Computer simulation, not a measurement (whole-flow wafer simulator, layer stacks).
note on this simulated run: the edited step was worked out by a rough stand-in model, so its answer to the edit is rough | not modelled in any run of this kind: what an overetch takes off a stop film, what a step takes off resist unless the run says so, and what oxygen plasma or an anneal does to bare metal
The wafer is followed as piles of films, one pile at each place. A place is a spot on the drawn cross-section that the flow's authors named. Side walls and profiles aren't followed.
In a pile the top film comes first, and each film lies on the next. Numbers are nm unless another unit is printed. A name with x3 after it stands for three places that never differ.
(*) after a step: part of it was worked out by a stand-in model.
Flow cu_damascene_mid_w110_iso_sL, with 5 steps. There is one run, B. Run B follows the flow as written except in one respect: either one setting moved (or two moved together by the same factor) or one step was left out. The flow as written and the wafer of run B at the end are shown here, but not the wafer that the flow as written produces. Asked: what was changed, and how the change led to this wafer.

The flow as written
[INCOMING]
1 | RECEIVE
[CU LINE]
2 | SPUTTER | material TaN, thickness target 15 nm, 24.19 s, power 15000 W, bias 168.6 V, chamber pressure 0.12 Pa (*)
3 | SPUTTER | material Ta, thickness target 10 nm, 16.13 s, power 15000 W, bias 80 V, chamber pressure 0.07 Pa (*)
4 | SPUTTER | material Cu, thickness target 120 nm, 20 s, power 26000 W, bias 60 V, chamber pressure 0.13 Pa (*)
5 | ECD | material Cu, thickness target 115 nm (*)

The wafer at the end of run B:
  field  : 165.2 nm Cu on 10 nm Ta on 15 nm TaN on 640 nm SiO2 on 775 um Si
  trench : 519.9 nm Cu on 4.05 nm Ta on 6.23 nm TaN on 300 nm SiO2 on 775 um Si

What caused this: step 5, ECD: thickness target 45.2 nm was run, while the flow as written has thickness target 115 nm.

The path from the change to this, step by step:
  5 | ECD | material Cu, thickness target 115 nm (*)
      field: +45.2 Cu (in the flow as written it would be: +115 Cu)
      trench: +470 Cu (in the flow as written it would be: +539.8 Cu)
